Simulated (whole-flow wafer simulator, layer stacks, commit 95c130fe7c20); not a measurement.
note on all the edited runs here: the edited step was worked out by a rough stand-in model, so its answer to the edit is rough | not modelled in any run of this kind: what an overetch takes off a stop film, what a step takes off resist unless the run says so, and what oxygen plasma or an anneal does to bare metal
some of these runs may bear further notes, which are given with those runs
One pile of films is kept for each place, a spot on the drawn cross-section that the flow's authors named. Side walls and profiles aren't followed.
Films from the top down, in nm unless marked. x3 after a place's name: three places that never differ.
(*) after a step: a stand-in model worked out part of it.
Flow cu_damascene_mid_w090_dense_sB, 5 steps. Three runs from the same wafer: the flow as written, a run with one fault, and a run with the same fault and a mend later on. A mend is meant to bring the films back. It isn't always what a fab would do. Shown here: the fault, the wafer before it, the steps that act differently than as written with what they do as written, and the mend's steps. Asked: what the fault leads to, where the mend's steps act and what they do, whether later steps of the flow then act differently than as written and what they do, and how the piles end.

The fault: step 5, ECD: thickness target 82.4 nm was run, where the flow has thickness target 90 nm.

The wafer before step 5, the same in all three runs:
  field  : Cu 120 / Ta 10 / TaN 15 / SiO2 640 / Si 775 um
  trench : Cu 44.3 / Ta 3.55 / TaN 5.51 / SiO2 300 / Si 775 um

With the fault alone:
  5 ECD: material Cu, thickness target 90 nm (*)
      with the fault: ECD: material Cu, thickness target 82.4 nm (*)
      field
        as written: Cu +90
        with the fault: Cu +82.4
  No later step of the flow acts differently than as written at any place that is followed.
  At the end the piles differ from the flow's by more than 2% or 0.5 nm, whichever is larger, at field.
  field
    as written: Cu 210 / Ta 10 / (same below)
    with the fault: Cu 202.4 / Ta 10 / (same below)

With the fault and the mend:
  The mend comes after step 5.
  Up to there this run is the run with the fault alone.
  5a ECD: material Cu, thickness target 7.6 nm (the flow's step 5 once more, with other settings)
      field, trench
        Cu +7.6
  No later step of the flow acts differently than as written at any place that is followed.
  At the end the piles are the same as the flow's at every place that both follow.
